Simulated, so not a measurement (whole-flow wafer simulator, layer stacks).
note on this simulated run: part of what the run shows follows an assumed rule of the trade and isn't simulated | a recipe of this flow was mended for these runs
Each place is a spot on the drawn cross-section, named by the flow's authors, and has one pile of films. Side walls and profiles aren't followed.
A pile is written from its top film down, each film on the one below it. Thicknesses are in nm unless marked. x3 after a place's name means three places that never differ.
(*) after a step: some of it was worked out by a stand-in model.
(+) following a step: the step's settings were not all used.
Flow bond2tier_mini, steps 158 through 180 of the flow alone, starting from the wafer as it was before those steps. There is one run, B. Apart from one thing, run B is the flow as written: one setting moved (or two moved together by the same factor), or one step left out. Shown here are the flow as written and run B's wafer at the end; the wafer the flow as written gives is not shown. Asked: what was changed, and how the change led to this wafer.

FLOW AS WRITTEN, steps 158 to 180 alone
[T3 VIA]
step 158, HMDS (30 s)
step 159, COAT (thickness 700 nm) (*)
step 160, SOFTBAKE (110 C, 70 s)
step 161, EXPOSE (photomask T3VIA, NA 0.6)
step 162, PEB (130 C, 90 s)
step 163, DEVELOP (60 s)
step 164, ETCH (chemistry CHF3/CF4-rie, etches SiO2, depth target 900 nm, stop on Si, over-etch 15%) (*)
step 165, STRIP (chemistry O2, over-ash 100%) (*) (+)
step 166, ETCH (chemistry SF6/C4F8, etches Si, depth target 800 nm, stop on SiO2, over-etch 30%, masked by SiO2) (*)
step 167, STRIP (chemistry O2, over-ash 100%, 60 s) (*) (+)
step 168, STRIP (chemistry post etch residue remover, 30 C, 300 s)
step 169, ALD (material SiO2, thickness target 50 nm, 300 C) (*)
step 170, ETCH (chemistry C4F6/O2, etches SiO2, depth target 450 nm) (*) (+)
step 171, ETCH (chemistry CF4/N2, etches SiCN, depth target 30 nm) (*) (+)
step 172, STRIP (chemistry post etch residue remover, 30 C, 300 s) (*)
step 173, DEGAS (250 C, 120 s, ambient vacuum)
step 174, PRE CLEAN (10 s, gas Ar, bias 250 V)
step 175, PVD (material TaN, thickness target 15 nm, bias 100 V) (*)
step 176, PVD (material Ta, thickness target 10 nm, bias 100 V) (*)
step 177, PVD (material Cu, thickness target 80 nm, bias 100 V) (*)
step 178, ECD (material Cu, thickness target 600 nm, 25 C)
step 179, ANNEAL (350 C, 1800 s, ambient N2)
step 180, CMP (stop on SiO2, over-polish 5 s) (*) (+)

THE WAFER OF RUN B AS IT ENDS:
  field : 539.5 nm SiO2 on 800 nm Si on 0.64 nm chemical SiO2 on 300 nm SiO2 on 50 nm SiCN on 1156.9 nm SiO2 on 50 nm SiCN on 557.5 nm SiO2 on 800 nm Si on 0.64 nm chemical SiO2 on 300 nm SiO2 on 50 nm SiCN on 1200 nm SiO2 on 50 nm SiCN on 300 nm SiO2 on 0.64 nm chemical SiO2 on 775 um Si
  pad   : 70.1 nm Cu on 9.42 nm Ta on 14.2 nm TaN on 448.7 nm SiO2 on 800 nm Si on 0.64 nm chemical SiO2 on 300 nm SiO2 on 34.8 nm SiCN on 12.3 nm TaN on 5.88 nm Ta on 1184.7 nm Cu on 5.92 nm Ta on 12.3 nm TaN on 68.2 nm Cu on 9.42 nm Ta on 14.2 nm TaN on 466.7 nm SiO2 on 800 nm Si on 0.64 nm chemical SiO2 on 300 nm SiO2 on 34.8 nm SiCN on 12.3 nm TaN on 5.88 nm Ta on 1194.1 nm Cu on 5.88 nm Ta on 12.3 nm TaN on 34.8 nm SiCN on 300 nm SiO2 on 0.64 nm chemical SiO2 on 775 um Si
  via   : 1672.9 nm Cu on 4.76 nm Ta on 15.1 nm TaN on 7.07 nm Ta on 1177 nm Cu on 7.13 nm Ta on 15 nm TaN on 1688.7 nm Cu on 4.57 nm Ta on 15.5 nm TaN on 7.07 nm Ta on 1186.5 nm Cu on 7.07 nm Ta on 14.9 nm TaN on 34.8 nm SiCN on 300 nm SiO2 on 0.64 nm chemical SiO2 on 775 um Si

The reason: step 169, ALD: thickness target 32 nm was run, while the flow as written has thickness target 50 nm.

Step by step, how the change led to this:
  step 169, ALD (material SiO2, thickness target 50 nm, 300 C) (*)
      field, pad, via: SiO2 gains 32 (as written it would have been: SiO2 gains 50)
  step 170, ETCH (chemistry C4F6/O2, etches SiO2, depth target 450 nm) (*) (+)
      via: SiO2 loses 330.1 (all of it), SiCN loses 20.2 (as written it would have been: SiO2 loses 348.1 (all of it), SiCN loses 17.2)
  step 171, ETCH (chemistry CF4/N2, etches SiCN, depth target 30 nm) (*) (+)
      via: SiCN loses 14.6 (all of it), TaN loses 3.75 (as written it would have been: SiCN loses 17.6 (all of it), TaN loses 3.01)
  step 177, PVD (material Cu, thickness target 80 nm, bias 100 V) (*)
      via: Cu gains 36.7 (new film) (as written it would have been: Cu gains 35 (new film))
